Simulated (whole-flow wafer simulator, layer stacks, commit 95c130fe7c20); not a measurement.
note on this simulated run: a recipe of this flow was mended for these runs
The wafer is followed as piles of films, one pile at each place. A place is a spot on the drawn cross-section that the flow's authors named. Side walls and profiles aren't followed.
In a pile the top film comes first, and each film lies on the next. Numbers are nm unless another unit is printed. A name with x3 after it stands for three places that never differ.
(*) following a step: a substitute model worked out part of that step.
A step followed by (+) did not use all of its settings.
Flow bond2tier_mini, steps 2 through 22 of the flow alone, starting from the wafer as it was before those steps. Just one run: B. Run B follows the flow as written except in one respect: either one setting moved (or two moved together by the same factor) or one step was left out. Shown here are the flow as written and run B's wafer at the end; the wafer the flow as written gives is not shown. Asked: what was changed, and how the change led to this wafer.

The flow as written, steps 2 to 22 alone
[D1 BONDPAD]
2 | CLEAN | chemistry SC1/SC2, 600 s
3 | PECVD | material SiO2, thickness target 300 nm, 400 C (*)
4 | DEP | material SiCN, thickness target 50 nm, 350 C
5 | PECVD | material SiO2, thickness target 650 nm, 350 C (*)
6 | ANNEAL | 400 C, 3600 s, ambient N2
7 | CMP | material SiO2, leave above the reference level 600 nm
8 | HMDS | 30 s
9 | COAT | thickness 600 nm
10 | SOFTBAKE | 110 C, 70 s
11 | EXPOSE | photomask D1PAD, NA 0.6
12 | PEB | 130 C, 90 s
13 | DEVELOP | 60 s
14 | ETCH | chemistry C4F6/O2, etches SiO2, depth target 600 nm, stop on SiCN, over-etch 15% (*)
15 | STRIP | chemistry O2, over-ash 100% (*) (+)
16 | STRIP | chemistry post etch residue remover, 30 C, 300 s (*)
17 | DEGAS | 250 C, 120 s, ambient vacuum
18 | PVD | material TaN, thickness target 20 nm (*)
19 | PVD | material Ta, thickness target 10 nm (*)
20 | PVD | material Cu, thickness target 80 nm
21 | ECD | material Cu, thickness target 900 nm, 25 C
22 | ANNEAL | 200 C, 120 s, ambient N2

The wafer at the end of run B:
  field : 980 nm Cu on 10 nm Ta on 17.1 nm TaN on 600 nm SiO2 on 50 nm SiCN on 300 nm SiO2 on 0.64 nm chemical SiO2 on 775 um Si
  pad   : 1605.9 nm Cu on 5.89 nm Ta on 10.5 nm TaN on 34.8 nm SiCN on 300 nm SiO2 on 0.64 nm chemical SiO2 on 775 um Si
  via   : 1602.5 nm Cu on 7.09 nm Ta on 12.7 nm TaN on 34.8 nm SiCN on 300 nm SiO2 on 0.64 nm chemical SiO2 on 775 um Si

The reason: step 18, PVD: thickness target 17.1 nm was run, though the flow has thickness target 20 nm.
One can read it off the wafer: field has TaN 17.1, and step 18 as written asks for 20 nm.

How this came from the change, step by step:
  18 | PVD | material TaN, thickness target 20 nm (*)
      field: TaN gains 17.1 (new film) (as written it would have been: TaN gains 20 (new film))
      pad: TaN gains 10.5 (new film) (as written it would have been: TaN gains 12.3 (new film))
      (as well as at 1 more place)
